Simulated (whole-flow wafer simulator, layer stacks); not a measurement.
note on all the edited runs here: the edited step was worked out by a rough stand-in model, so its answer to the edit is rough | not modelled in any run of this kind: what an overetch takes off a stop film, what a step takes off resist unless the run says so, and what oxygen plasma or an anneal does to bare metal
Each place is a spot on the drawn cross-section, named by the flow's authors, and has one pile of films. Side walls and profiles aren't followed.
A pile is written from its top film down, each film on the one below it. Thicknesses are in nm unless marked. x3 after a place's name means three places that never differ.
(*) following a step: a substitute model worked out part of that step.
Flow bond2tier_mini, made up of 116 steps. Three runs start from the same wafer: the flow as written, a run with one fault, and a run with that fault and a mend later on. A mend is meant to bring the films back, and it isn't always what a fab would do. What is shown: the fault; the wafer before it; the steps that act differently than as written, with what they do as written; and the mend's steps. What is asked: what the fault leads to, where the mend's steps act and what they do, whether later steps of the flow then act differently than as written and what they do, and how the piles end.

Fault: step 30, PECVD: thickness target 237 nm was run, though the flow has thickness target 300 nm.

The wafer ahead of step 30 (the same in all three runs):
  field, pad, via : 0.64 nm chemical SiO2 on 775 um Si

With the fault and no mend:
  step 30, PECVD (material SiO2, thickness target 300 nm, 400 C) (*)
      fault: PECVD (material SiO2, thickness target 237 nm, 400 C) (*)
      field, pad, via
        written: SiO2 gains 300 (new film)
        fault: SiO2 gains 237 (new film)
  None of the later steps of the flow acts differently than as written at any place that is followed.
  By the end, the piles at field, pad depart from the flow's by more than 2% or 0.5 nm, whichever is larger.
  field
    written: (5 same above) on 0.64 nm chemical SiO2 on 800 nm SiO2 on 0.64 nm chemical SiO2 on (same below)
    fault: (5 same above) on 0.64 nm chemical SiO2 on 737 nm SiO2 on 0.64 nm chemical SiO2 on (same below)
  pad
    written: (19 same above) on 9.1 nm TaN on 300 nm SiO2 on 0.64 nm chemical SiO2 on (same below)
    fault: (19 same above) on 9.1 nm TaN on 237 nm SiO2 on 0.64 nm chemical SiO2 on (same below)

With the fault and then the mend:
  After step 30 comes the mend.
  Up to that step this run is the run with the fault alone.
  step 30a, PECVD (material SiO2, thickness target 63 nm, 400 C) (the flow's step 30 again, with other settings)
      field, pad, via
        SiO2 gains 63
  None of the later steps of the flow acts differently than as written at any place that is followed.
  By the end, the piles equal the flow's at every place that both follow.
